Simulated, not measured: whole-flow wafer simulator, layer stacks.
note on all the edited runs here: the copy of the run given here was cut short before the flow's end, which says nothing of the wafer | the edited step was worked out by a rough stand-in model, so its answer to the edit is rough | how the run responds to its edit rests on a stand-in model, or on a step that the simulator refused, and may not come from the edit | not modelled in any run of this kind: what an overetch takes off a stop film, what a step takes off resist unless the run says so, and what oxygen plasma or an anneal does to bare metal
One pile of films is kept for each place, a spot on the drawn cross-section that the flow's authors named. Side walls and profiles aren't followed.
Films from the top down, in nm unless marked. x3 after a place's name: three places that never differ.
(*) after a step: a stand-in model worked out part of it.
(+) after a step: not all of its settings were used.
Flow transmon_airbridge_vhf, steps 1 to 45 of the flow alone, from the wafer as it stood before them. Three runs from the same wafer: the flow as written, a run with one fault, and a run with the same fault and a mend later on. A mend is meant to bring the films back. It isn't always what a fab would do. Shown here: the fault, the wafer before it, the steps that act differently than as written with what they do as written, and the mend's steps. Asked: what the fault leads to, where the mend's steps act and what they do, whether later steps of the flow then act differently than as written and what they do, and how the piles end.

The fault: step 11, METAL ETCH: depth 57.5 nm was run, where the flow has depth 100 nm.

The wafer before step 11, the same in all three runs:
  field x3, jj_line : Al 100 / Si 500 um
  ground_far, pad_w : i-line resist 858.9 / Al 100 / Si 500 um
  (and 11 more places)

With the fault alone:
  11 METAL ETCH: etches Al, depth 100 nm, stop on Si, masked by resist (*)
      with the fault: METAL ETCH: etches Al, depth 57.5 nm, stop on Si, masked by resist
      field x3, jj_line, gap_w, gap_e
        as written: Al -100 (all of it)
        with the fault: Al -57.5
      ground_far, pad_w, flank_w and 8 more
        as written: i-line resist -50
        with the fault: i-line resist -28.8
  Later steps of the flow that act differently than as written (14 more steps differ only slightly, by at most 2% or 0.5 nm, whichever is larger, and aren't shown):
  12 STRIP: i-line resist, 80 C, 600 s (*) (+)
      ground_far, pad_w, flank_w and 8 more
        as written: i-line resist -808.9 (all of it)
        with the fault: i-line resist -830.2 (all of it)
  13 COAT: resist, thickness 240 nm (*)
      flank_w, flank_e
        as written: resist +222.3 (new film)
        with the fault: resist +229.3 (new film)
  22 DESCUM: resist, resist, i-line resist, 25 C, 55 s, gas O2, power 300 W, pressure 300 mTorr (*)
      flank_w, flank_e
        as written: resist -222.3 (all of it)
        with the fault: resist -229.3 (all of it)
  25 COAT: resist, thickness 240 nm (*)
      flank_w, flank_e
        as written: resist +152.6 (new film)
        with the fault: resist +157.4 (new film)
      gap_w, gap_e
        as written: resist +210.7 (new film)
        with the fault: resist +206.2 (new film)
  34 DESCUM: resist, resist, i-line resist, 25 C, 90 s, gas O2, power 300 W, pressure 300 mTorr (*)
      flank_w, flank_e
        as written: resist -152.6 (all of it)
        with the fault: resist -157.4 (all of it)
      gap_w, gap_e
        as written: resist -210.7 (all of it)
        with the fault: resist -206.2 (all of it)
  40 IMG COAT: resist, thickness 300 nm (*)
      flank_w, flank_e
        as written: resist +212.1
        with the fault: resist +218.7
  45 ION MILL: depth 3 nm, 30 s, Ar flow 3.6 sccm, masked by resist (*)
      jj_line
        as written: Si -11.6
        with the fault: Al -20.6
  At the end the piles differ from the flow's by more than 2% or 0.5 nm, whichever is larger, at field x3, jj_line, gap_w, gap_e.
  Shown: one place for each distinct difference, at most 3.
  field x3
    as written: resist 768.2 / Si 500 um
    with the fault: resist 768.2 / Al 42.5 / Si 500 um
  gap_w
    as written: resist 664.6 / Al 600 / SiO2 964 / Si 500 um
    with the fault: resist 652.8 / Al 600 / SiO2 964 / Al 42.5 / Si 500 um
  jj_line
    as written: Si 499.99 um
    with the fault: Al 21.9 / Si 500 um

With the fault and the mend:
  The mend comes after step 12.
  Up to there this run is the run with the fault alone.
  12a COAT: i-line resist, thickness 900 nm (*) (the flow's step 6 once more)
      field x3, jj_line, trace_open_s x2, margin_s, bridge_strip, margin_n
        i-line resist +900 (new film)
      pad_w, pad_e
        i-line resist +892.9 (new film)
      flank_w, flank_e
        i-line resist +886.5 (new film)
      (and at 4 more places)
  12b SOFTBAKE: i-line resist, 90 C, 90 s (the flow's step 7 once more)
      flank_w, flank_e
        i-line resist -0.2
      gap_w, gap_e
        i-line resist +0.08
      cpw_trace
        i-line resist -0.04
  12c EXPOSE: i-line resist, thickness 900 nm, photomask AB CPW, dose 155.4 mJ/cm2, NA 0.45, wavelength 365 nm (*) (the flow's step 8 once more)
      changes no film at any place that is followed
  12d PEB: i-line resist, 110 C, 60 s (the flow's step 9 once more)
      field x3, jj_line, trace_open_s x2, margin_s, bridge_strip, margin_n
        i-line resist -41
      pad_w, pad_e
        i-line resist -40.7
      flank_w, flank_e
        i-line resist -40.4
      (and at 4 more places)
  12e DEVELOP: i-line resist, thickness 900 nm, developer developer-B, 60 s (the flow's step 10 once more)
      trace_open_s x2, margin_s, bridge_strip, margin_n
        i-line resist -0.03
      field x3, jj_line
        i-line resist -859 (all of it)
      gap_w, gap_e
        i-line resist -889 (all of it)
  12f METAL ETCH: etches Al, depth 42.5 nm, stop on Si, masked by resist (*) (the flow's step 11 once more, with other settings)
      ground_far, pad_w, flank_w and 8 more
        i-line resist -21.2
      field x3, jj_line, gap_w, gap_e
        Al -42.5 (all of it)
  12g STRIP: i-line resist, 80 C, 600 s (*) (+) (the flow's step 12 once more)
      trace_open_s x2, margin_s, bridge_strip, margin_n
        i-line resist -837.7 (all of it)
      pad_w, pad_e
        i-line resist -830.9 (all of it)
      flank_w, flank_e
        i-line resist -824.6 (all of it)
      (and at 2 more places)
  No later step of the flow acts differently than as written at any place that is followed.
  At the end the piles are the same as the flow's at every place that both follow.
